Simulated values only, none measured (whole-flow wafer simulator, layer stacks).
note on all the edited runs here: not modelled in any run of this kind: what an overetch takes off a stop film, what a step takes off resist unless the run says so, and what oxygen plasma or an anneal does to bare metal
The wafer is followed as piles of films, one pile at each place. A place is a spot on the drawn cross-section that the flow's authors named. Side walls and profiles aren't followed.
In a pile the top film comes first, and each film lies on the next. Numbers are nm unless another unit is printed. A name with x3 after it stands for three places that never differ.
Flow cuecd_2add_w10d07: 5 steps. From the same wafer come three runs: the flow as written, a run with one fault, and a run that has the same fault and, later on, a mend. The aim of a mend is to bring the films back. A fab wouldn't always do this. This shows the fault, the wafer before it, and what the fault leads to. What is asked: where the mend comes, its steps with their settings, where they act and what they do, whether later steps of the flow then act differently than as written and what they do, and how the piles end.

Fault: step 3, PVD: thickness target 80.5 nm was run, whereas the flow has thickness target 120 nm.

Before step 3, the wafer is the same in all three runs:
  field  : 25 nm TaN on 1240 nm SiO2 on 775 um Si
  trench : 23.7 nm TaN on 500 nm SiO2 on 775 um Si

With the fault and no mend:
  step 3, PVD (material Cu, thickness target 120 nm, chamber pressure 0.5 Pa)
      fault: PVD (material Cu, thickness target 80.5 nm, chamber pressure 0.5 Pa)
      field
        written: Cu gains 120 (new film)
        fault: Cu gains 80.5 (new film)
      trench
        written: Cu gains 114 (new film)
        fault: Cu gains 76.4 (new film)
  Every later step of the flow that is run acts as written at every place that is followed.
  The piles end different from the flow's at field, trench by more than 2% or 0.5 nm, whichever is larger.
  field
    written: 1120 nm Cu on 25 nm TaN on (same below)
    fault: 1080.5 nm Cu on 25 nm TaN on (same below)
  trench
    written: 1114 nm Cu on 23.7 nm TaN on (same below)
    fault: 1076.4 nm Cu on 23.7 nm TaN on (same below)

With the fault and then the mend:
  The mend stands after step 3.
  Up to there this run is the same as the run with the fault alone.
  step 3a, ETCH (chemistry cu recess dil, depth target 92.53 nm)
      field
        Cu loses 80.5 (all of it)
      trench
        Cu loses 76.4 (all of it)
  step 3b, PVD (material Cu, thickness target 120 nm, chamber pressure 0.5 Pa) (a further turn of the flow's step 3)
      field
        Cu gains 120 (new film)
      trench
        Cu gains 114 (new film)
  Every later step of the flow that is run acts as written at every place that is followed.
  The piles end the same as the flow's at every place that both follow.
